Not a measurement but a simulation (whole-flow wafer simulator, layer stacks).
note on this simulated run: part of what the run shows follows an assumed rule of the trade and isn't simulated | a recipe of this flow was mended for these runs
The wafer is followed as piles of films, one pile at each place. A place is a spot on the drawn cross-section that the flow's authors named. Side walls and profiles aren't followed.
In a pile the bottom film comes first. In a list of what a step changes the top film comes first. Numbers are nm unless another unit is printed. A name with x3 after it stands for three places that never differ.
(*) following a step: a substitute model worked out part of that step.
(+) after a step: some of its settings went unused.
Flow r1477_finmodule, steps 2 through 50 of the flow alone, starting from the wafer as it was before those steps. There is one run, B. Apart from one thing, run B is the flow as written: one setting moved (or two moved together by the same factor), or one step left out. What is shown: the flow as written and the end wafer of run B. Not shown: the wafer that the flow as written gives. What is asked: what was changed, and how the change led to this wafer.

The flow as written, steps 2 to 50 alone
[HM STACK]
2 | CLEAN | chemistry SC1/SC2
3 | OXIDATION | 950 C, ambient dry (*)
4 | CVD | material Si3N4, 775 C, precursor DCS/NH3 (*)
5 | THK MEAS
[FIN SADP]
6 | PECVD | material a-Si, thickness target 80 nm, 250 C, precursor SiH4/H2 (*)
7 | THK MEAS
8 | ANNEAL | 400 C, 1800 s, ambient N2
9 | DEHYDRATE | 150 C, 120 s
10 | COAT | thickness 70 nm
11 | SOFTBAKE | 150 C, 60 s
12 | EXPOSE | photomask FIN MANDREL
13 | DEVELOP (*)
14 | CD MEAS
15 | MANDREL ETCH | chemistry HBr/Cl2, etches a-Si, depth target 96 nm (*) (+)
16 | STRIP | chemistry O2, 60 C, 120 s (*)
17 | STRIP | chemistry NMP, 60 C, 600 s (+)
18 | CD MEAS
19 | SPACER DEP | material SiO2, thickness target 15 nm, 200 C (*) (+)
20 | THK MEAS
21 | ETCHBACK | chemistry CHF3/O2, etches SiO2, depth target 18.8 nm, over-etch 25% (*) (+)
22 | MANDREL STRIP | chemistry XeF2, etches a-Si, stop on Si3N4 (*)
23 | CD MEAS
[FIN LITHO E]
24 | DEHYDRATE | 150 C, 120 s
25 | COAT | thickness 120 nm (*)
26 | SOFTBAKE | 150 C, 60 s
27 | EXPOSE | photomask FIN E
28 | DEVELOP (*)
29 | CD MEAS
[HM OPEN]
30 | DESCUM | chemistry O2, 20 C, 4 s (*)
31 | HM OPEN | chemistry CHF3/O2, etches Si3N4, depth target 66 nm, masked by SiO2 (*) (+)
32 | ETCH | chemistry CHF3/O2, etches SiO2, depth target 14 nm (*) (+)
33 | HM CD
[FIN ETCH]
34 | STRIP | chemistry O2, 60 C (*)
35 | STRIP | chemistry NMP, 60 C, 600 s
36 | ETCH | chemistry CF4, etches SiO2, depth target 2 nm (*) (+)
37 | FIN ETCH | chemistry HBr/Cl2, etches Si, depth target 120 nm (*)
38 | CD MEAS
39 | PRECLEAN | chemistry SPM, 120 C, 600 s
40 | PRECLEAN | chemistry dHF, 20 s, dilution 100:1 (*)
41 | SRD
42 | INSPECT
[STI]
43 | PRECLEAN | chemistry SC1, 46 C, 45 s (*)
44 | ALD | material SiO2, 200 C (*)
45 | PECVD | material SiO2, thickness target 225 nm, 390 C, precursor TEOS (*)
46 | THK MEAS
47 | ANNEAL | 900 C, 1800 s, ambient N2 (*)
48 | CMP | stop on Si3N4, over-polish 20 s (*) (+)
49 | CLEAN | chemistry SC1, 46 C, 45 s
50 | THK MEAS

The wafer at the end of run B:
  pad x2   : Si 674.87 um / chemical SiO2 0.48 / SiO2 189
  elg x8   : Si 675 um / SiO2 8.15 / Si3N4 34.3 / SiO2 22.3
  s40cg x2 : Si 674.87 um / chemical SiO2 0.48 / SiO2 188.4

What caused this: step 3, OXIDATION: 931 C was run, while the flow as written has 950 C.

How this came from the change, step by step:
  3 | OXIDATION | 950 C, ambient dry (*)
      pad x2, elg x8, esg x8 and 18 more: SiO2 gains 8.15 (new film), chemical SiO2 loses 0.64 (all of it), Si loses 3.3 (in the flow as written it would be: SiO2 gains 10 (new film), chemical SiO2 loses 0.64 (all of it), Si loses 4.12)
  32 | ETCH | chemistry CHF3/O2, etches SiO2, depth target 14 nm (*) (+)
      pad x2, esg x8, s40sg x2, s45sg x2, s50sg x2: SiO2 loses 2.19 (all of it), Si loses 2.36 (in the flow as written it would be: SiO2 loses 4.05 (all of it), Si loses 1.99)
      s40cg x2, s45cg x2, s50cg x2: SiO2 loses 5.15 (all of it), Si loses 1.77 (in the flow as written it would be: SiO2 loses 7 (all of it), Si loses 1.4)
